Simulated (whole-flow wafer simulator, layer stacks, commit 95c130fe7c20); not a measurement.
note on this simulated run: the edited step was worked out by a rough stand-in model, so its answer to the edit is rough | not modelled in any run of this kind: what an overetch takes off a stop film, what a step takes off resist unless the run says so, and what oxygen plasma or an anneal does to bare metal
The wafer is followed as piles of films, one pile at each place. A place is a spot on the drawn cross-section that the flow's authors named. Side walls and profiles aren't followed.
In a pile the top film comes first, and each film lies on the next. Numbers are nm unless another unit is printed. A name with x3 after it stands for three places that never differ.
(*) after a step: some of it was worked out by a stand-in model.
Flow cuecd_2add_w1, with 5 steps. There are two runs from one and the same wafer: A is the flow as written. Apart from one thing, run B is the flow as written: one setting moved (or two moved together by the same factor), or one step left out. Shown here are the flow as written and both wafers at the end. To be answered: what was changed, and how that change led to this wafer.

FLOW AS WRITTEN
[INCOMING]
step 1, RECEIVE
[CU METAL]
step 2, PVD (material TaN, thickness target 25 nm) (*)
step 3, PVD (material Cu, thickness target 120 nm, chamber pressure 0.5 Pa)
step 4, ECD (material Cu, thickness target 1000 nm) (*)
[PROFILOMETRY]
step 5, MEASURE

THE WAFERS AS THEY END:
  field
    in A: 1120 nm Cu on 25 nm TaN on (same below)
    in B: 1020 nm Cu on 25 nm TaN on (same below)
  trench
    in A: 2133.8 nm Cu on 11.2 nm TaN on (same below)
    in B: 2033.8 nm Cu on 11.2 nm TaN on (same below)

What caused this: step 4, ECD: thickness target 900 nm was run, though the flow has thickness target 1000 nm.

How this came from the change, step by step:
  step 4, ECD (material Cu, thickness target 1000 nm) (*)
      field: A Cu gains 1000 | B Cu gains 900
      trench: A Cu gains 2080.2 | B Cu gains 1980.2
